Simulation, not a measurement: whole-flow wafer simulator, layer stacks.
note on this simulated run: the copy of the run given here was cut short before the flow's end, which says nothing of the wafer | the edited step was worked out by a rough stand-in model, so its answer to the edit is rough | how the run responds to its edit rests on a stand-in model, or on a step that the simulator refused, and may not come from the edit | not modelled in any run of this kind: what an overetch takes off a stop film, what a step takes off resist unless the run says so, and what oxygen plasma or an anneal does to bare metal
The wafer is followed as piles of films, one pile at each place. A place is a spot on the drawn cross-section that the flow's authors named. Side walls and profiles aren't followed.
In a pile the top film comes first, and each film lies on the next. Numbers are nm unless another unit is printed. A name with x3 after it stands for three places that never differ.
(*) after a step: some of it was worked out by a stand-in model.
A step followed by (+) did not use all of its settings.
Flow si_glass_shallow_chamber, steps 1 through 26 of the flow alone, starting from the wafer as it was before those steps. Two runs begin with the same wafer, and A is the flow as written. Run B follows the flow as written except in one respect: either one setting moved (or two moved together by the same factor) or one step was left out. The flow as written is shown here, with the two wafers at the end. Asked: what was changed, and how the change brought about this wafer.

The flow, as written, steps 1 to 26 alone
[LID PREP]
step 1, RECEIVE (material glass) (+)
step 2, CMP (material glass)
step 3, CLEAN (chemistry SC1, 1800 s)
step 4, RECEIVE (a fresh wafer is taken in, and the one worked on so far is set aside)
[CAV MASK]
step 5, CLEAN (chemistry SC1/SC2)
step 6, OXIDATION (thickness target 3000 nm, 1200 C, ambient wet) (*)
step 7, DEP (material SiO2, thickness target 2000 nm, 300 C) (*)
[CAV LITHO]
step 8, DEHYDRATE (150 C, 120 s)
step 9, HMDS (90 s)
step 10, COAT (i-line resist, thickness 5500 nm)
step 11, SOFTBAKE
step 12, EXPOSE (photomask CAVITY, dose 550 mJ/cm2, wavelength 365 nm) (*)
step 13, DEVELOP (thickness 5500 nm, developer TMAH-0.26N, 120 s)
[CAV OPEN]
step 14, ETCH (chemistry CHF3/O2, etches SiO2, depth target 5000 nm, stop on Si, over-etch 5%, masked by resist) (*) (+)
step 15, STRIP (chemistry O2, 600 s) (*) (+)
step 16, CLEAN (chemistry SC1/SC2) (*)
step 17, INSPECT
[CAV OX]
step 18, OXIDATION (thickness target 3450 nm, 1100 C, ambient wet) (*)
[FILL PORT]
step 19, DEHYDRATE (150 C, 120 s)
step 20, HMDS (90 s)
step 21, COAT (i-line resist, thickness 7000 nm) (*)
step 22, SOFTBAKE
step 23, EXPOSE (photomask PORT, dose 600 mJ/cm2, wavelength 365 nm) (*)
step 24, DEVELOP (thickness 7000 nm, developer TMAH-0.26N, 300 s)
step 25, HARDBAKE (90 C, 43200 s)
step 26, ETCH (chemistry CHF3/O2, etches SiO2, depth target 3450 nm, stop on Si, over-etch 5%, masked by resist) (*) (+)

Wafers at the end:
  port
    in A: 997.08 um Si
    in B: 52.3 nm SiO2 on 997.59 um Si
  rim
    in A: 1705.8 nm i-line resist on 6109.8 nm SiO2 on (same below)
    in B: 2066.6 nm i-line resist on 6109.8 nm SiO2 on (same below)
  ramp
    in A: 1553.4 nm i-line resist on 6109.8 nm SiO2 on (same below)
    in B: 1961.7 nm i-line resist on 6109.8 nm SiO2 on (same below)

Cause: step 14, ETCH: depth target 3625 nm was run, while the flow as written has depth target 5000 nm.

The path from the change to this, step by step:
  step 14, ETCH (chemistry CHF3/O2, etches SiO2, depth target 5000 nm, stop on Si, over-etch 5%, masked by resist) (*) (+)
      cav, port: A -5000 SiO2 (all of it), -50 Si | B -3806.2 SiO2
      rim, ramp, septum, ring: A -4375 i-line resist | B -3171.9 i-line resist
  step 15, STRIP (chemistry O2, 600 s) (*) (+)
      cav, port: A +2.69 chemical SiO2 (new film), -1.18 Si | B nothing
      rim, ramp, septum, ring: A -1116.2 i-line resist (all of it) | B -2319.3 i-line resist (all of it)
  step 18, OXIDATION (thickness target 3450 nm, 1100 C, ambient wet) (*)
      cav, port: A +3450 SiO2 (new film), -2.69 chemical SiO2 (all of it), -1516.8 Si | B +2481.1 SiO2, -1091.7 Si
  step 21, COAT (i-line resist, thickness 7000 nm) (*)
      rim: A +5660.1 i-line resist (new film) | B +5902.8 i-line resist (new film)
      ramp: A +5087.8 i-line resist (new film) | B +5425 i-line resist (new film)
  step 22, SOFTBAKE
      rim: A -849 i-line resist | B -717.2 i-line resist
      ramp: A -434.5 i-line resist | B -348.5 i-line resist
      (also at 4 further places)
  step 25, HARDBAKE (90 C, 43200 s)
      rim: A -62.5 i-line resist | B -76.1 i-line resist
      ramp: A -57.1 i-line resist | B -72 i-line resist
      (also at 1 further place)
  step 26, ETCH (chemistry CHF3/O2, etches SiO2, depth target 3450 nm, stop on Si, over-etch 5%, masked by resist) (*) (+)
      port: A -3450 SiO2 (all of it), -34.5 Si | B -3622.5 SiO2
